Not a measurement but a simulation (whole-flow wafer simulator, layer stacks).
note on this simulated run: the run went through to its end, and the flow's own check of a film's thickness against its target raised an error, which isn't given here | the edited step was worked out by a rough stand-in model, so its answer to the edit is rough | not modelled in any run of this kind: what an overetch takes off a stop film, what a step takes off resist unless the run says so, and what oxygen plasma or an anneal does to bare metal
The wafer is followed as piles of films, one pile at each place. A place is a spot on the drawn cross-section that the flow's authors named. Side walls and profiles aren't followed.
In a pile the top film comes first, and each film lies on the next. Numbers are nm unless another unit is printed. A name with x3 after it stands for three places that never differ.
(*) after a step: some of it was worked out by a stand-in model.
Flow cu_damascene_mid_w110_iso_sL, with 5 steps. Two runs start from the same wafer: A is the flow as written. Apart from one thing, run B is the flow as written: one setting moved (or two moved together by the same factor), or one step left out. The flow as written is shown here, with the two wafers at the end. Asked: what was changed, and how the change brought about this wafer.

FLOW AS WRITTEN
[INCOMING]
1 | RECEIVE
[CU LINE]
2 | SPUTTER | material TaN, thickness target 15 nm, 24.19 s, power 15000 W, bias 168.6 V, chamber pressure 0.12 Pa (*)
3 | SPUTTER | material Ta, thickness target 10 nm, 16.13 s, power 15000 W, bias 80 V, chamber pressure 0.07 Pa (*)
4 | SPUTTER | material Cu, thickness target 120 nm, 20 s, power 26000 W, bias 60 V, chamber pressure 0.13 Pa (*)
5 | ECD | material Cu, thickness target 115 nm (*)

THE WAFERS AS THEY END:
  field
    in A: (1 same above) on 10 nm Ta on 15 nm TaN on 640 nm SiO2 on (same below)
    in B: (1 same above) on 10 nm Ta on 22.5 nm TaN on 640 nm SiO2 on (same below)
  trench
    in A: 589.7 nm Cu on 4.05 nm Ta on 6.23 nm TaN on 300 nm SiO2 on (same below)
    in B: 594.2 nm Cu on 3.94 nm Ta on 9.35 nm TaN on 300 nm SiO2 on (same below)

Cause: step 2, SPUTTER: thickness target 22.5 nm was run, while the flow as written has thickness target 15 nm; step 2, SPUTTER: 36.29 s was run, where the flow has 24.19 s.
The wafer lets one read it off: field has TaN 22.5, and step 2 as written asks for 15 nm.

The path from the change to this, step by step:
  2 | SPUTTER | material TaN, thickness target 15 nm, 24.19 s, power 15000 W, bias 168.6 V, chamber pressure 0.12 Pa (*)
      field: A +15 TaN (new film) | B +22.5 TaN (new film)
      trench: A +6.23 TaN (new film) | B +9.35 TaN (new film)
  4 | SPUTTER | material Cu, thickness target 120 nm, 20 s, power 26000 W, bias 60 V, chamber pressure 0.13 Pa (*)
      trench: A +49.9 Cu (new film) | B +48.7 Cu (new film)
